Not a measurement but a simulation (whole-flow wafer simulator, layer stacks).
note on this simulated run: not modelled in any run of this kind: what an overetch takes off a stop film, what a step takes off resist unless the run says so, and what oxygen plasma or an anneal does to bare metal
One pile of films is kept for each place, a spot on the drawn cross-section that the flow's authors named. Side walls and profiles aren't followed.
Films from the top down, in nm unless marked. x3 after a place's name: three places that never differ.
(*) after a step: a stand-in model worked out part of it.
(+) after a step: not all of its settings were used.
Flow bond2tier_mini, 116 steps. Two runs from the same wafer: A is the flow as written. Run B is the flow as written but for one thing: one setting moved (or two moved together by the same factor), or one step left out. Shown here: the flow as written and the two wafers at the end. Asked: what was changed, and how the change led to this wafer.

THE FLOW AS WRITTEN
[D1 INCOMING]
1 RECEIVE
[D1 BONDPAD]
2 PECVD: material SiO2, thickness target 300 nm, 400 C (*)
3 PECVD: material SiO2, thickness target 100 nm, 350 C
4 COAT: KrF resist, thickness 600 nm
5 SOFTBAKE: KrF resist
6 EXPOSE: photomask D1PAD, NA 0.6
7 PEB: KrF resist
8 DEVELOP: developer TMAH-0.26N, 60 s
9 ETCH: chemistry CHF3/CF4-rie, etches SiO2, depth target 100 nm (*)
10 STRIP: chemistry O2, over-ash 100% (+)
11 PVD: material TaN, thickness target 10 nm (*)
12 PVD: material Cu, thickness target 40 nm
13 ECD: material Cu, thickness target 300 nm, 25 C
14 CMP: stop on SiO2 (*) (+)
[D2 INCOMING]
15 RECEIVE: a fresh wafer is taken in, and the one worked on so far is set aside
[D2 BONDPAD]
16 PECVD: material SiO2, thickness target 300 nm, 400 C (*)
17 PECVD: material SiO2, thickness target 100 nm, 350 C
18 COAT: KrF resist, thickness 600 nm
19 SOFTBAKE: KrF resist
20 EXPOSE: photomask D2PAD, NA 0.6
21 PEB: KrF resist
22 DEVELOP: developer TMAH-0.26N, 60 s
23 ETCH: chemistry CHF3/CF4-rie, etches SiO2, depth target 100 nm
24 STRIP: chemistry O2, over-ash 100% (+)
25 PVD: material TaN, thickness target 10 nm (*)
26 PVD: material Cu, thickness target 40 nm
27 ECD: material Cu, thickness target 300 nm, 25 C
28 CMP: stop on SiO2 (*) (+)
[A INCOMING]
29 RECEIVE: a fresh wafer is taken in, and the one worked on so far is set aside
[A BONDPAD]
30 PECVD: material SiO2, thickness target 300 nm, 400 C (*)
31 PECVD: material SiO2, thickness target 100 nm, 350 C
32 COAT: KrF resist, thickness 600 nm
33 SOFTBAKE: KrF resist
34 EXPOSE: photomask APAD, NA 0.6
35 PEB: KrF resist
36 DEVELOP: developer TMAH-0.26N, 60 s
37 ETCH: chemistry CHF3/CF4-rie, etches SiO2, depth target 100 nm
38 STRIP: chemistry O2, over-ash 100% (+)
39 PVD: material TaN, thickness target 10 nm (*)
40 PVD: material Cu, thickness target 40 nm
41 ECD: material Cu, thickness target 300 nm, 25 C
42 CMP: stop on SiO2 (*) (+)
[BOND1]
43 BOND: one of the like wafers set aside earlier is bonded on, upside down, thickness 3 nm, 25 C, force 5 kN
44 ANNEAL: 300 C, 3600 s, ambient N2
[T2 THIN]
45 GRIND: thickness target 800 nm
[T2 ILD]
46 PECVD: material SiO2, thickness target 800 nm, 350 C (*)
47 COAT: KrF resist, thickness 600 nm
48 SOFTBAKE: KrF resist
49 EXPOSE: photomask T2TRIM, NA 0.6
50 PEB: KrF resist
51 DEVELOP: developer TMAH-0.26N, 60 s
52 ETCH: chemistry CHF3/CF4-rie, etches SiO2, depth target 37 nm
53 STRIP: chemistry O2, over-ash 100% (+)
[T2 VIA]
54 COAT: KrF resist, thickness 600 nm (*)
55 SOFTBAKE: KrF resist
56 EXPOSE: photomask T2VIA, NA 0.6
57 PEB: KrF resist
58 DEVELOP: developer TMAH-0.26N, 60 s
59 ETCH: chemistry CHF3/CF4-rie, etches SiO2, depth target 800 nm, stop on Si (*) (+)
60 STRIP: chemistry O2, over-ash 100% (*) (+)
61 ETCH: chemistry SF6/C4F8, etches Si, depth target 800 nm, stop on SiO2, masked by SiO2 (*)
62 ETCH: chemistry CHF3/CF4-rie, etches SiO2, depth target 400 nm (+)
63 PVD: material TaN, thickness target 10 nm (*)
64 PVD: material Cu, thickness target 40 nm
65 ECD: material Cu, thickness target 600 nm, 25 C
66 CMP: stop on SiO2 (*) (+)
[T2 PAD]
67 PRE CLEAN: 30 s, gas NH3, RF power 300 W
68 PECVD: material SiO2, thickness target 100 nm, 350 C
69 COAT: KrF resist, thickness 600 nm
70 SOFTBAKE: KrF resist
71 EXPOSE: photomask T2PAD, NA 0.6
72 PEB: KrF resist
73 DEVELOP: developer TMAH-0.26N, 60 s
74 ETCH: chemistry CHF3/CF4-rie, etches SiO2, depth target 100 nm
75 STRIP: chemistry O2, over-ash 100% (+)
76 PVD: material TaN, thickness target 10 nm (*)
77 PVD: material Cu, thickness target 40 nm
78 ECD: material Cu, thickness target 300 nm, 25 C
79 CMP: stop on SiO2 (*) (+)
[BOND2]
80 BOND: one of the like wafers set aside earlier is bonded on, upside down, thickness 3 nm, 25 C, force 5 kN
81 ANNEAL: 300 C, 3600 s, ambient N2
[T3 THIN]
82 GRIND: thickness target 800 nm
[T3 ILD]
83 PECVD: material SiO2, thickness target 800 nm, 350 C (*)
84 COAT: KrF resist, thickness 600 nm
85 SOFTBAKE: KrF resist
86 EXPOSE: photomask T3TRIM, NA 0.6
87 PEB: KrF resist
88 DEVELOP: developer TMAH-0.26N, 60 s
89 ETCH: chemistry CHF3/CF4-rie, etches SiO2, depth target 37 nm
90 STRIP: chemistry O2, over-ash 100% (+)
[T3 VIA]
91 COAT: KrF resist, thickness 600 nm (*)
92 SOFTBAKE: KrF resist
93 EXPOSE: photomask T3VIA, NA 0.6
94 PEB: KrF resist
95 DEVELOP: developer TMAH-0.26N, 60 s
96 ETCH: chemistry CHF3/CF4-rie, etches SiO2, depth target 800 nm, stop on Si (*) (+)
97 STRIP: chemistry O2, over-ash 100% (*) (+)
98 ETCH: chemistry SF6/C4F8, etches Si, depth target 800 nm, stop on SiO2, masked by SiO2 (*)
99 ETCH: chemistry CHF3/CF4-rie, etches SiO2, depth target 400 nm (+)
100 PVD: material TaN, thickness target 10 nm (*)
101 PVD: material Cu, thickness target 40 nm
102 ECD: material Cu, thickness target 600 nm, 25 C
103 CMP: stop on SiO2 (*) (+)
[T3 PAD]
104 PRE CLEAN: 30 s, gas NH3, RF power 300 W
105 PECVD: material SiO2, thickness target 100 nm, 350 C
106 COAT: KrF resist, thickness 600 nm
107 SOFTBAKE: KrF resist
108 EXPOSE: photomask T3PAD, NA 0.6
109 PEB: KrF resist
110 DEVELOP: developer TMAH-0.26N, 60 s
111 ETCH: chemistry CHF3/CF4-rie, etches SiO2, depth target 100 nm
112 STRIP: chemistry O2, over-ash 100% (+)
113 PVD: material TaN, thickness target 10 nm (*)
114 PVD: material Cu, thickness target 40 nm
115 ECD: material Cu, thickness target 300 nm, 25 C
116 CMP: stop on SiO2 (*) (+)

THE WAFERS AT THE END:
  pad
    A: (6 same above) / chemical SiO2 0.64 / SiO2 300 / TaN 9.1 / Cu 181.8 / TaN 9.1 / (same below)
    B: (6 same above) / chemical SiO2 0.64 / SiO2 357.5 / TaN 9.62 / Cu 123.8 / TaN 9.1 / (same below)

The cause: step 23, ETCH: depth target 42.5 nm was run, where the flow has depth target 100 nm.

How the change led to this, step by step:
  23 ETCH: chemistry CHF3/CF4-rie, etches SiO2, depth target 100 nm
      pad, via: A SiO2 -100 | B SiO2 -42.5
      field: A KrF resist -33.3 | B KrF resist -14.2
  24 STRIP: chemistry O2, over-ash 100% (+)
      field: A KrF resist -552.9 (all of it) | B KrF resist -572.1 (all of it)
  25 PVD: material TaN, thickness target 10 nm (*)
      pad: A TaN +9.1 (new film) | B TaN +9.62 (new film)
  26 PVD: material Cu, thickness target 40 nm
      pad: A Cu +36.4 (new film) | B Cu +38.5 (new film)
  27 ECD: material Cu, thickness target 300 nm, 25 C
      pad: A Cu +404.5 | B Cu +344.4
      via: A Cu +400.2 | B Cu +342.5
  80 BOND: one of the like wafers set aside earlier is bonded on, upside down, thickness 3 nm, 25 C, force 5 kN
      pad: A Si +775 um (new film), chemical SiO2 +0.64 (new film), SiO2 +300 (new film), TaN +9.1 (new film), Cu +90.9 | B Si +775 um (new film), chemical SiO2 +0.64 (new film), SiO2 +357.5 (new film), TaN +9.62 (new film), Cu +32.9
